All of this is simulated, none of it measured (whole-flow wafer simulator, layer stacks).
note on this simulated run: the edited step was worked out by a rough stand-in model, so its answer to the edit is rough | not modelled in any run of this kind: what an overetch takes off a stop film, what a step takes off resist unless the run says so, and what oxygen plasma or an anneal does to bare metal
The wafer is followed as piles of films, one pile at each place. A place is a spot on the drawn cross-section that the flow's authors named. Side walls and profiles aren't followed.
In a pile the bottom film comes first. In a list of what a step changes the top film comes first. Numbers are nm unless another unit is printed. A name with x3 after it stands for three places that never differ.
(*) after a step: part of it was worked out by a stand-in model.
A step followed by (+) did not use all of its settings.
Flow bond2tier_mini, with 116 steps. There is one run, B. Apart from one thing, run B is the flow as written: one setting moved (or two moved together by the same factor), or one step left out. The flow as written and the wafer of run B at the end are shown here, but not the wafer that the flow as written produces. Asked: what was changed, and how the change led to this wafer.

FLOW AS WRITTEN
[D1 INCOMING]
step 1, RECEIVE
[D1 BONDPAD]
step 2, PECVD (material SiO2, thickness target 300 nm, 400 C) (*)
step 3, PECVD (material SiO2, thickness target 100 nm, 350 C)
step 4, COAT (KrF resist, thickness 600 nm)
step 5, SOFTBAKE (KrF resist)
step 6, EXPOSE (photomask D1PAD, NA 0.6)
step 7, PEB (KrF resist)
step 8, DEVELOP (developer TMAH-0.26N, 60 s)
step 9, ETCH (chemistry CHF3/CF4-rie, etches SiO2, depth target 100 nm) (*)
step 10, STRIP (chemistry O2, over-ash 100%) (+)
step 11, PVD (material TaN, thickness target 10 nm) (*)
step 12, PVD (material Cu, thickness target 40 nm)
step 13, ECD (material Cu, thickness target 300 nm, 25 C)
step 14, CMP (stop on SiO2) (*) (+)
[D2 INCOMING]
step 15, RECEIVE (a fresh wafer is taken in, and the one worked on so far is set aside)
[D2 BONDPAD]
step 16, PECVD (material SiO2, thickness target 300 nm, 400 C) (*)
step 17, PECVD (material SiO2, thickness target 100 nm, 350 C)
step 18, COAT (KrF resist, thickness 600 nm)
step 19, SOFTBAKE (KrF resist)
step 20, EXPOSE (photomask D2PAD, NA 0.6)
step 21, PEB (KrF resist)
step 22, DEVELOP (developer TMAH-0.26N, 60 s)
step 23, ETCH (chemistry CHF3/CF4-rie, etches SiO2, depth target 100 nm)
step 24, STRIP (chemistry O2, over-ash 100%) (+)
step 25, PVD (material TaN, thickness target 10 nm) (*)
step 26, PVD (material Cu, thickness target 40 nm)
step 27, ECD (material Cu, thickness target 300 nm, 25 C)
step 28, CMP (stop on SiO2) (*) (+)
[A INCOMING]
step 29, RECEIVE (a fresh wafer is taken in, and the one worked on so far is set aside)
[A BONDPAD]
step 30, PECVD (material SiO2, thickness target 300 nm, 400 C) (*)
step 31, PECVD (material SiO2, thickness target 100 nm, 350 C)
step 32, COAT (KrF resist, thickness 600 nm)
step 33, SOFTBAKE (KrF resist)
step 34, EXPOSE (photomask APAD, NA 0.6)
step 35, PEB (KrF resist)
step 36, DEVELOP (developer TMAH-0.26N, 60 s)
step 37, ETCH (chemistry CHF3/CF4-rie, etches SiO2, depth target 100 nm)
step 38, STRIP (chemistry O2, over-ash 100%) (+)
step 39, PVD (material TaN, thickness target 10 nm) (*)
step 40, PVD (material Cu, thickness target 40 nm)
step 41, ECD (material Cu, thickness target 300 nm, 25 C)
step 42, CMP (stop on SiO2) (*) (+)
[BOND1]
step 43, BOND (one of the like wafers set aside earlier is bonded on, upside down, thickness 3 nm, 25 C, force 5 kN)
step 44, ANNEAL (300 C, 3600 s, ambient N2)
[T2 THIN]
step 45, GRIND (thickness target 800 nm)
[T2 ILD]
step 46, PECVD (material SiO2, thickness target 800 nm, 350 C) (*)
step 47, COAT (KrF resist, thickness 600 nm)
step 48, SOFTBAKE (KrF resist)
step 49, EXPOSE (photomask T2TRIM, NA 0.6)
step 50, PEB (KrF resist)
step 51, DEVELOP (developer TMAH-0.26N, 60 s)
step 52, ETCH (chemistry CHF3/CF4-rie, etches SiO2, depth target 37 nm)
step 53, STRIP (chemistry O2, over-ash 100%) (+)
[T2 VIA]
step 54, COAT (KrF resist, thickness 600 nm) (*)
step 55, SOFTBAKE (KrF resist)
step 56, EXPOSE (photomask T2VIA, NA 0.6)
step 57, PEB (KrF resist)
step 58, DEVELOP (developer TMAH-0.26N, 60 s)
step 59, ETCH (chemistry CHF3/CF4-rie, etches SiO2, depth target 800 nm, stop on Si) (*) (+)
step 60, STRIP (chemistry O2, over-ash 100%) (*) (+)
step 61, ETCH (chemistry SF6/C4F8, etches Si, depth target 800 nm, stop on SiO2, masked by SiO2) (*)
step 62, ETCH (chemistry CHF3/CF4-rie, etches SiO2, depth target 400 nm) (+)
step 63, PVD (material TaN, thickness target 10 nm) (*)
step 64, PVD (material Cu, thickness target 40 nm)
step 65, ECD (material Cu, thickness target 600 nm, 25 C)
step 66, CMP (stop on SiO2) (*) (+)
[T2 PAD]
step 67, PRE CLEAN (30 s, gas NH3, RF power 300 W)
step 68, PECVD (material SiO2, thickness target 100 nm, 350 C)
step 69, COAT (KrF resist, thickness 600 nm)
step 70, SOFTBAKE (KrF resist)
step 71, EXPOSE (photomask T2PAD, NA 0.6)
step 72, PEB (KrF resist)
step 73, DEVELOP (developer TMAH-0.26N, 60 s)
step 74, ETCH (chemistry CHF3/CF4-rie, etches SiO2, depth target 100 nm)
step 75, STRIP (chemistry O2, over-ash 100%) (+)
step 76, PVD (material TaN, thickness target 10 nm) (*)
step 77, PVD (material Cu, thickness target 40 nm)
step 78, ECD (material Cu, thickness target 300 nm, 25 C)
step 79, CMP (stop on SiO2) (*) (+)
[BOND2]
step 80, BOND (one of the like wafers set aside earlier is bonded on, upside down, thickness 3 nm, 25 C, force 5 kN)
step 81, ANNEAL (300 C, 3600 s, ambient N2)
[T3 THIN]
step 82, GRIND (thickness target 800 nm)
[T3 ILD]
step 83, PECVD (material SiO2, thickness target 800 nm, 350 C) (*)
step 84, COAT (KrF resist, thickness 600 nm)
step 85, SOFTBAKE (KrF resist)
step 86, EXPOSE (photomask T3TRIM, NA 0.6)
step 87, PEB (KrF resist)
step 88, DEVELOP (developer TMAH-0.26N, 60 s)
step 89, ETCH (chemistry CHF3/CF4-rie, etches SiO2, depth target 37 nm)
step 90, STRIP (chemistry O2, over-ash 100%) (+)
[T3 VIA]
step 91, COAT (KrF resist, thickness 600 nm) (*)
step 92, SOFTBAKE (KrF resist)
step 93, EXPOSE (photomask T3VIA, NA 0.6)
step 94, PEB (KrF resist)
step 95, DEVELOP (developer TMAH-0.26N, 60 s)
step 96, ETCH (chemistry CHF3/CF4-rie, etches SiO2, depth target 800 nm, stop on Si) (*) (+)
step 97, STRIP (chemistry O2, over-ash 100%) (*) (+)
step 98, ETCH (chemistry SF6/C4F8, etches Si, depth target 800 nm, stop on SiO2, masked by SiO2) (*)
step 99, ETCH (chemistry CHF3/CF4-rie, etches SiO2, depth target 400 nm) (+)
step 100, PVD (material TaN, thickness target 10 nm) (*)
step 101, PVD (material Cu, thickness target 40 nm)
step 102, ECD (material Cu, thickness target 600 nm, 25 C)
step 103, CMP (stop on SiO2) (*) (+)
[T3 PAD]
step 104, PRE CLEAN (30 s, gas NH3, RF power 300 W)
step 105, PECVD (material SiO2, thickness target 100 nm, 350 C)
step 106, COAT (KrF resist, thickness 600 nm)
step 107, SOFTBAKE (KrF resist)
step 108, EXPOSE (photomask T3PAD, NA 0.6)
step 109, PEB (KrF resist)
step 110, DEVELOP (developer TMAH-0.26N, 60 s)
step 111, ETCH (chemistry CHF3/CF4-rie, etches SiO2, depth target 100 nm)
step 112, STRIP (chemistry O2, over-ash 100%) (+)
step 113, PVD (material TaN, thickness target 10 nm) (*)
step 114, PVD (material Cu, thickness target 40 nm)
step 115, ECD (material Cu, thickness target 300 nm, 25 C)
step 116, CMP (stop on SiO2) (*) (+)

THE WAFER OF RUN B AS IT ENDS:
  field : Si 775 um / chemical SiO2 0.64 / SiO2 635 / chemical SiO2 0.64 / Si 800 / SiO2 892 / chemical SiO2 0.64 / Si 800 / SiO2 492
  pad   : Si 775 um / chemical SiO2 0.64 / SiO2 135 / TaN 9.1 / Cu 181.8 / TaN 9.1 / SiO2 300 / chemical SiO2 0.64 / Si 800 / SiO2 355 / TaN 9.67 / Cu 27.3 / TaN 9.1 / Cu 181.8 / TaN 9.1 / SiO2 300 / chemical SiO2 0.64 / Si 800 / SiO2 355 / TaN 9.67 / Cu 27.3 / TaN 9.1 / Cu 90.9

The reason: step 30, PECVD: thickness target 135 nm was run, though the flow has thickness target 300 nm.
The wafer lets one read it off: pad has SiO2 135, and step 30 as written asks for 300 nm.

Step by step, how the change led to this:
  step 30, PECVD (material SiO2, thickness target 300 nm, 400 C) (*)
      field, pad, via: +135 SiO2 (new film) (as written it would have been: +300 SiO2 (new film))
